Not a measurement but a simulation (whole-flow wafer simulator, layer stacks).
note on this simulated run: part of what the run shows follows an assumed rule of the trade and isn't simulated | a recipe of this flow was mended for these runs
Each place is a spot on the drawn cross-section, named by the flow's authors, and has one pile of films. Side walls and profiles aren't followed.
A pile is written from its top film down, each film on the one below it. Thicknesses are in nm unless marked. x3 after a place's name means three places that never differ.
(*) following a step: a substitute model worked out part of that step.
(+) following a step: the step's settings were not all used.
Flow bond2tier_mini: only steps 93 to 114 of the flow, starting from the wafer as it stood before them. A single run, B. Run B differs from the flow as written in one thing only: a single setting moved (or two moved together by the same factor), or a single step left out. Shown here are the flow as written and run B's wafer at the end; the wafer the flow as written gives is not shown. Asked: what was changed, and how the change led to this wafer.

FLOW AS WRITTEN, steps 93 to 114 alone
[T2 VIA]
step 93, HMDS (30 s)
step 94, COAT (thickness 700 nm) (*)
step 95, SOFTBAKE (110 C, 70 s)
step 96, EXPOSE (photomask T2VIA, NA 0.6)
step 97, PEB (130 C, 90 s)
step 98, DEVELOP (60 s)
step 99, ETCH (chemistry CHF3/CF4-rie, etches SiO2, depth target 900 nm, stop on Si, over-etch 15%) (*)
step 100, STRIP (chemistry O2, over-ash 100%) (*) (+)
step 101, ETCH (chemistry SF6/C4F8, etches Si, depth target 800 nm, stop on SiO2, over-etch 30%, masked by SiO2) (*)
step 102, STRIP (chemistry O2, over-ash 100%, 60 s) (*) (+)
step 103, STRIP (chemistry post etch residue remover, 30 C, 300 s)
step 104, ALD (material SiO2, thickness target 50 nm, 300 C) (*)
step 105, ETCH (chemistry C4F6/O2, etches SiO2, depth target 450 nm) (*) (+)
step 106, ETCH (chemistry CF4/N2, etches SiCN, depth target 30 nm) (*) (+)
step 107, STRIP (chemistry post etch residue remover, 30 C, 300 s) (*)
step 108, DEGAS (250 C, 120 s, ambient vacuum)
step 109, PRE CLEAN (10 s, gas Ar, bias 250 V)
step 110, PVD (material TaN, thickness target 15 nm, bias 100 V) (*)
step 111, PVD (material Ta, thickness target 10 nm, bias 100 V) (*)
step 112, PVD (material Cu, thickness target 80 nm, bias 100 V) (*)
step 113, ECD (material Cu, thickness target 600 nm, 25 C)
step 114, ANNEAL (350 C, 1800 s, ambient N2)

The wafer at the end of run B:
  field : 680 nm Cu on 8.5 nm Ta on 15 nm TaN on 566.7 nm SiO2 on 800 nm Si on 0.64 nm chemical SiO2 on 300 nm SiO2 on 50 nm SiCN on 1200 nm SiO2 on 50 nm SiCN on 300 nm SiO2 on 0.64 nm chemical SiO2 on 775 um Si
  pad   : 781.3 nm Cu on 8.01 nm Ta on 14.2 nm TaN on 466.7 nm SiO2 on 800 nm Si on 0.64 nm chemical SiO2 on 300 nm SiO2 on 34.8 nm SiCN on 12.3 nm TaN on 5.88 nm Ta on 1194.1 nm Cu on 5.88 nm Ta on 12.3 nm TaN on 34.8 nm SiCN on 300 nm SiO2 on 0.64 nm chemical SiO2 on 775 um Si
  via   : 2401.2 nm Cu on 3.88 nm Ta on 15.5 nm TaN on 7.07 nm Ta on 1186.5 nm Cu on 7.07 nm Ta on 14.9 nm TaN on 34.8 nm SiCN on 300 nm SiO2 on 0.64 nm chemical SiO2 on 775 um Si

What caused this: step 111, PVD: thickness target 8.5 nm was run, though the flow has thickness target 10 nm.
One can read it off the wafer: field has Ta 8.5, and step 111 as written asks for 10 nm.

Step by step, how the change led to this:
  step 111, PVD (material Ta, thickness target 10 nm, bias 100 V) (*)
      field: Ta gains 8.5 (new film) (as written it would have been: Ta gains 10 (new film))
      pad: Ta gains 8.01 (new film) (as written it would have been: Ta gains 9.42 (new film))
      (as well as at 1 more place)
